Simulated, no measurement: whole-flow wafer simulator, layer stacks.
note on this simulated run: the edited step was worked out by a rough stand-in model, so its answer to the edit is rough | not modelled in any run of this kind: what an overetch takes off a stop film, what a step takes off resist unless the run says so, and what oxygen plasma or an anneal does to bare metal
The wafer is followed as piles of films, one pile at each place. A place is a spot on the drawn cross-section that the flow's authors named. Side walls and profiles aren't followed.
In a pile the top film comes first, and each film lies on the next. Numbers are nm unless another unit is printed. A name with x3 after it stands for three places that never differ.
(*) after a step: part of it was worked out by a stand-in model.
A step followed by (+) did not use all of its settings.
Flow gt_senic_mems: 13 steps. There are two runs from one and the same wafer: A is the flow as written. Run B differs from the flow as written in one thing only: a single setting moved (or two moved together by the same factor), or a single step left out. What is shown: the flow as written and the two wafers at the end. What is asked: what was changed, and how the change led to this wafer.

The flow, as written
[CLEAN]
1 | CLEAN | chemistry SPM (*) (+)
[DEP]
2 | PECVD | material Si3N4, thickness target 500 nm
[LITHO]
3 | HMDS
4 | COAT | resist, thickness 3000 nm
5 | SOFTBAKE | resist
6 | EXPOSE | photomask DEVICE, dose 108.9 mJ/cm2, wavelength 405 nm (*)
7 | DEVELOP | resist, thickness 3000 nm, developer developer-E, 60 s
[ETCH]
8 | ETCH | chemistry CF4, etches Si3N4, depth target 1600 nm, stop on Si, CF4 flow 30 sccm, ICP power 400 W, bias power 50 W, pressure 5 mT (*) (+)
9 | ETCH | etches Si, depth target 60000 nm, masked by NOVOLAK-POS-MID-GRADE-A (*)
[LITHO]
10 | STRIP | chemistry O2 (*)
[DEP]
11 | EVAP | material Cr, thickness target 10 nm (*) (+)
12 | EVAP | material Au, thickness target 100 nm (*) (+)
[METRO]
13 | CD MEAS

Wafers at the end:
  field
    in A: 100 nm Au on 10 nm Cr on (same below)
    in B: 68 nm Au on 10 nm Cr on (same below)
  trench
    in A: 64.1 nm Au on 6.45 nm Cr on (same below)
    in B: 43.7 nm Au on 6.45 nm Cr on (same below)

What caused this: step 12, EVAP: thickness target 68 nm was run, though the flow has thickness target 100 nm.
The wafer lets one read it off: field has Au 68, and step 12 as written asks for 100 nm.

How this came from the change, step by step:
  12 | EVAP | material Au, thickness target 100 nm (*) (+)
      field: A Au gains 100 (new film) | B Au gains 68 (new film)
      trench: A Au gains 64.1 (new film) | B Au gains 43.7 (new film)
